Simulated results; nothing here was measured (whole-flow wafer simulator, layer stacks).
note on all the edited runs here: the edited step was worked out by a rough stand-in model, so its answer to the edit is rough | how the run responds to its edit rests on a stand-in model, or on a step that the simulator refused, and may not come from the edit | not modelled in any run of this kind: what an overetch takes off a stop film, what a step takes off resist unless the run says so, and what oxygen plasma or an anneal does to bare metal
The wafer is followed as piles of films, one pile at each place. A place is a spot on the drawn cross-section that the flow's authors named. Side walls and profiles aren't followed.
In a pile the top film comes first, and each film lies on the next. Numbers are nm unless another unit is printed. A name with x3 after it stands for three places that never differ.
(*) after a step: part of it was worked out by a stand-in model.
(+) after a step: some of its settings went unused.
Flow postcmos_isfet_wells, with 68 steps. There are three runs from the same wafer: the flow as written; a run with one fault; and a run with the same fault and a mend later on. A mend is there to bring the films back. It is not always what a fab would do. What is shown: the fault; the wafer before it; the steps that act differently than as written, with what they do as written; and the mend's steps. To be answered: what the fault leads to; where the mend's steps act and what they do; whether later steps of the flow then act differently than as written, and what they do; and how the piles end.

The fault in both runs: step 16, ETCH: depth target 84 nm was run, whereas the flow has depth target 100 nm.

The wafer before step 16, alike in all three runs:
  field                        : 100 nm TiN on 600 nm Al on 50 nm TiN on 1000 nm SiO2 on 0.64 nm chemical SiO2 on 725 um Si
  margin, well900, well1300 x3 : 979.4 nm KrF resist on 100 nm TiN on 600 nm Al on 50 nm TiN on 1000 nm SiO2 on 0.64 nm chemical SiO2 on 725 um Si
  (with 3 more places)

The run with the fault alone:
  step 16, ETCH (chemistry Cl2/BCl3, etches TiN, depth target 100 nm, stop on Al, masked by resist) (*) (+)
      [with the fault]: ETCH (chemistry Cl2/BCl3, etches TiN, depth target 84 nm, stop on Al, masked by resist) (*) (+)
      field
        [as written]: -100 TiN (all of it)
        [with the fault]: -84 TiN
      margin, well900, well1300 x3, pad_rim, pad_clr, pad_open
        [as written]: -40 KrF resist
        [with the fault]: -33.6 KrF resist
  Steps further on in the flow that do not act as written (not shown: 2 more steps that differ only slightly, by at most 2% or 0.5 nm, whichever is larger):
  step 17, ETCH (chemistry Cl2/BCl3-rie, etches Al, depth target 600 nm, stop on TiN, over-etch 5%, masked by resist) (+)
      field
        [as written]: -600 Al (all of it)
        [with the fault]: -16 TiN (all of it), -574.4 Al
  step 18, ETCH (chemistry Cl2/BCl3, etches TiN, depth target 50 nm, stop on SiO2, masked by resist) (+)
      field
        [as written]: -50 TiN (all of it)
        [with the fault]: -25.6 Al (all of it), -39.2 TiN
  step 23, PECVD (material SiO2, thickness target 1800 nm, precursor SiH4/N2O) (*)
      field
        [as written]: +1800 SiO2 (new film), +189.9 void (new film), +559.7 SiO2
        [with the fault]: +1800 SiO2 (new film), +182.1 void (new film), +557.2 SiO2 (new film)
  At field, the piles at the end differ from the flow's by more than 2% or 0.5 nm, whichever is larger.
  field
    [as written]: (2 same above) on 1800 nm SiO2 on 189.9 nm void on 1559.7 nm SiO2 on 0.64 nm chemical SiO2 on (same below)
    [with the fault]: (2 same above) on 1800 nm SiO2 on 182.1 nm void on 557.2 nm SiO2 on 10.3 nm TiN on 1000 nm SiO2 on 0.64 nm chemical SiO2 on (same below)

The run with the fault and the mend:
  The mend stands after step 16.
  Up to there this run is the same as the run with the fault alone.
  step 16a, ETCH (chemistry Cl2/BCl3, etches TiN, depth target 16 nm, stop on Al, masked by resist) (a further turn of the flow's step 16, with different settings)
      margin, well900, well1300 x3, pad_rim, pad_clr, pad_open
        -6.4 KrF resist
      field
        -16 TiN (all of it)
  None of the later steps of the flow acts differently than as written at any place that is followed.
  At every place that both follow, the piles at the end match the flow's.
